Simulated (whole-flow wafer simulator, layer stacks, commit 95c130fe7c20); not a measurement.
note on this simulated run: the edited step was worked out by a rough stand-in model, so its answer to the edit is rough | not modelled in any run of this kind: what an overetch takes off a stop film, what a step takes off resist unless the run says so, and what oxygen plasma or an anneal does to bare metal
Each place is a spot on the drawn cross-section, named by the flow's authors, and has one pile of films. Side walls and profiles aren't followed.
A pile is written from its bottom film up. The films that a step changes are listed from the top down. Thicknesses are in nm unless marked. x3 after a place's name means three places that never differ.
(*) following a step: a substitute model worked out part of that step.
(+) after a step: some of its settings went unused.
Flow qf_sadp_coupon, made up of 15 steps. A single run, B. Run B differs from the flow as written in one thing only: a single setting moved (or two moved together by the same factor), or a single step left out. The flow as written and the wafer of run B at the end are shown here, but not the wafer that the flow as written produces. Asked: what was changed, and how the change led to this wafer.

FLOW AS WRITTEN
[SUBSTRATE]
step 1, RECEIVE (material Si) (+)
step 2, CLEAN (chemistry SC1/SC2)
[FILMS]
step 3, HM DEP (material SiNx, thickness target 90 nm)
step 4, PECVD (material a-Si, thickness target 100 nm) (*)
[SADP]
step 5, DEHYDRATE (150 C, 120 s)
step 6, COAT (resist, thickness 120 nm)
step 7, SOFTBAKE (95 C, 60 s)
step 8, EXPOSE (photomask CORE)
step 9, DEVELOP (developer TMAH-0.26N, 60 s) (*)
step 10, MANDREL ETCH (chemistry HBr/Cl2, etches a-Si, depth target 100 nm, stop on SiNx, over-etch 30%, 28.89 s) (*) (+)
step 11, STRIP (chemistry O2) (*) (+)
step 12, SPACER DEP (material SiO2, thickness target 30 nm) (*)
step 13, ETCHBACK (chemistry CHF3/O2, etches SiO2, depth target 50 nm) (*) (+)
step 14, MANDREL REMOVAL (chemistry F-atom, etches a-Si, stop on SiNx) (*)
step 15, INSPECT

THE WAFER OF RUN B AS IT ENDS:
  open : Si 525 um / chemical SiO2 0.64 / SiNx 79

What caused this: step 13, ETCHBACK: depth target 37.1 nm was run, though the flow has depth target 50 nm.

How this came from the change, step by step:
  step 13, ETCHBACK (chemistry CHF3/O2, etches SiO2, depth target 50 nm) (*) (+)
      m: SiO2 loses 30 (all of it), chemical SiO2 loses 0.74 (all of it), a-Si loses 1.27 (it would be, as written: SiO2 loses 30 (all of it), chemical SiO2 loses 0.74 (all of it), a-Si loses 3.85)
      open: SiO2 loses 30 (all of it), SiNx loses 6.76 (it would be, as written: SiO2 loses 30 (all of it), SiNx loses 19)
  step 14, MANDREL REMOVAL (chemistry F-atom, etches a-Si, stop on SiNx) (*)
      m: a-Si loses 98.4 (all of it) (it would be, as written: a-Si loses 95.8 (all of it))
